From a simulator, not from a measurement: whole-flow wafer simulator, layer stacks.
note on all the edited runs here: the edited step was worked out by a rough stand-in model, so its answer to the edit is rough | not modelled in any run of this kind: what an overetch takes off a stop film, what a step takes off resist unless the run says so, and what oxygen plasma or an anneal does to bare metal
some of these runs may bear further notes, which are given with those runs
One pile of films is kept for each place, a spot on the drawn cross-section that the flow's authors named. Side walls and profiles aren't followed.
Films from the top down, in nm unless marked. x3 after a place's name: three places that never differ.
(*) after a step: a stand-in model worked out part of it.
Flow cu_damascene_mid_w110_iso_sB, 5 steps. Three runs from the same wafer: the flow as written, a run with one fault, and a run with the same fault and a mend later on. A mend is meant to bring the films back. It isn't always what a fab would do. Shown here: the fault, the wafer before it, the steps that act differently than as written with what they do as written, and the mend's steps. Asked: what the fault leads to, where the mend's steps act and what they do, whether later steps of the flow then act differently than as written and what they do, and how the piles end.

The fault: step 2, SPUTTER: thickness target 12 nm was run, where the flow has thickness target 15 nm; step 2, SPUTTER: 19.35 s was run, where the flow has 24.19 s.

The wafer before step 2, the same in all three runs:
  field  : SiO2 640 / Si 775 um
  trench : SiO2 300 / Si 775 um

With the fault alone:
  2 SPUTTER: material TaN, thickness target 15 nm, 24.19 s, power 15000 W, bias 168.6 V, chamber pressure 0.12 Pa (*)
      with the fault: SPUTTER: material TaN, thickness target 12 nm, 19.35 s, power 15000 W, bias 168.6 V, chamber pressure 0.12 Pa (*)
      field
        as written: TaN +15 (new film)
        with the fault: TaN +12 (new film)
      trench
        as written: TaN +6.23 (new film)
        with the fault: TaN +4.98 (new film)
  No later step of the flow acts differently than as written, at any place that is followed, by more than 2% or 0.5 nm, whichever is larger.
  At the end the piles differ from the flow's by more than 2% or 0.5 nm, whichever is larger, at field, trench.
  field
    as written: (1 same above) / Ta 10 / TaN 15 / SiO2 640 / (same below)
    with the fault: (1 same above) / Ta 10 / TaN 12 / SiO2 640 / (same below)
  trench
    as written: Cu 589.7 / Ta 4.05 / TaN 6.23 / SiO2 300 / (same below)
    with the fault: Cu 587.9 / Ta 4.08 / TaN 4.98 / SiO2 300 / (same below)

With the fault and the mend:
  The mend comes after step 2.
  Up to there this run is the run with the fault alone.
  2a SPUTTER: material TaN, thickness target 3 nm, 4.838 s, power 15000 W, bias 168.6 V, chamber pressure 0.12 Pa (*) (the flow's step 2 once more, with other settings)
      field
        TaN +3
      trench
        TaN +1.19
  No later step of the flow acts differently than as written, at any place that is followed, by more than 2% or 0.5 nm, whichever is larger.
  At the end the piles differ from the flow's only slightly at the places that both follow, by at most 2% or 0.5 nm, whichever is larger.
